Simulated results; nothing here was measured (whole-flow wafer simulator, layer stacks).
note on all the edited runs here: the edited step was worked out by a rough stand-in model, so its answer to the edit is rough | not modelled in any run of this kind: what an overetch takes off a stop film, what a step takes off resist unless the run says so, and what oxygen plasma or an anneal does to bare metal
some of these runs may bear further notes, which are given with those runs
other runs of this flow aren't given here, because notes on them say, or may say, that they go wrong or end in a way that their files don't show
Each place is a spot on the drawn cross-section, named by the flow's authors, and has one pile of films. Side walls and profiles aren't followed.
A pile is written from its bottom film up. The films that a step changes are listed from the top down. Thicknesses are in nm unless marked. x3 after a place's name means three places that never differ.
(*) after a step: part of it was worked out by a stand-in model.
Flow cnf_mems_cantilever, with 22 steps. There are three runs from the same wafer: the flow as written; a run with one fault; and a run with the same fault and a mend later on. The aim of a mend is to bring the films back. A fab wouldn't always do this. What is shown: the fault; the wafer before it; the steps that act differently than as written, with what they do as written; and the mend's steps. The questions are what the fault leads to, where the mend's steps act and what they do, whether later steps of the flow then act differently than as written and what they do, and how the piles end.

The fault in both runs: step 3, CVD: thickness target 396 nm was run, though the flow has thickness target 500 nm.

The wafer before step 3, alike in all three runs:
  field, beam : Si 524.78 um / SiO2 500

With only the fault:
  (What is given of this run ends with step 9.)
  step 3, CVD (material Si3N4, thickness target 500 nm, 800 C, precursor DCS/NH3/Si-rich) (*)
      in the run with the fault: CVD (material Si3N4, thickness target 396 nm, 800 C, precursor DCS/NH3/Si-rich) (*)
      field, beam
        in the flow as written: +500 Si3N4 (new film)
        in the run with the fault: +396 Si3N4 (new film)
  Every later step of the flow up to step 9 that is run acts as written at every place that is followed.
  The piles after step 9 differ from the flow's at field, beam by more than 2% or 0.5 nm, whichever is larger.
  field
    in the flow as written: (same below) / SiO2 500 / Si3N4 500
    in the run with the fault: (same below) / SiO2 500 / Si3N4 396
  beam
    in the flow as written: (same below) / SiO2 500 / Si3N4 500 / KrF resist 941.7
    in the run with the fault: (same below) / SiO2 500 / Si3N4 396 / KrF resist 941.7

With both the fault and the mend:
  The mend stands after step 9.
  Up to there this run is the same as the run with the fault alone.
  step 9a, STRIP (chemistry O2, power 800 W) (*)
      beam
        -941.7 KrF resist (all of it)
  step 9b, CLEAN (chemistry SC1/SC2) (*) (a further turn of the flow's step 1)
      alters no film at any place that is followed
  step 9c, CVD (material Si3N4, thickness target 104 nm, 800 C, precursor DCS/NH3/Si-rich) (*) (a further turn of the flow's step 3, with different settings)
      field, beam
        +104 Si3N4
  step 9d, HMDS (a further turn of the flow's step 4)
      alters no film at any place that is followed
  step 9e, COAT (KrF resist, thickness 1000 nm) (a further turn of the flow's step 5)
      field, beam
        +1000 KrF resist (new film)
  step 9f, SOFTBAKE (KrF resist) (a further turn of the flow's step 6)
      alters no film at any place that is followed
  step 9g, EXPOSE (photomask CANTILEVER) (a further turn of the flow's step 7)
      alters no film at any place that is followed
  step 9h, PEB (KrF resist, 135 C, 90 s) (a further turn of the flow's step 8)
      field, beam
        -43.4 KrF resist
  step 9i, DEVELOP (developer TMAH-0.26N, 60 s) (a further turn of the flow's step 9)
      field
        -956.6 KrF resist (all of it)
      beam
        -14.9 KrF resist
  Every later step of the flow that is run acts as written at every place that is followed.
  The piles end the same as the flow's at every place that both follow.
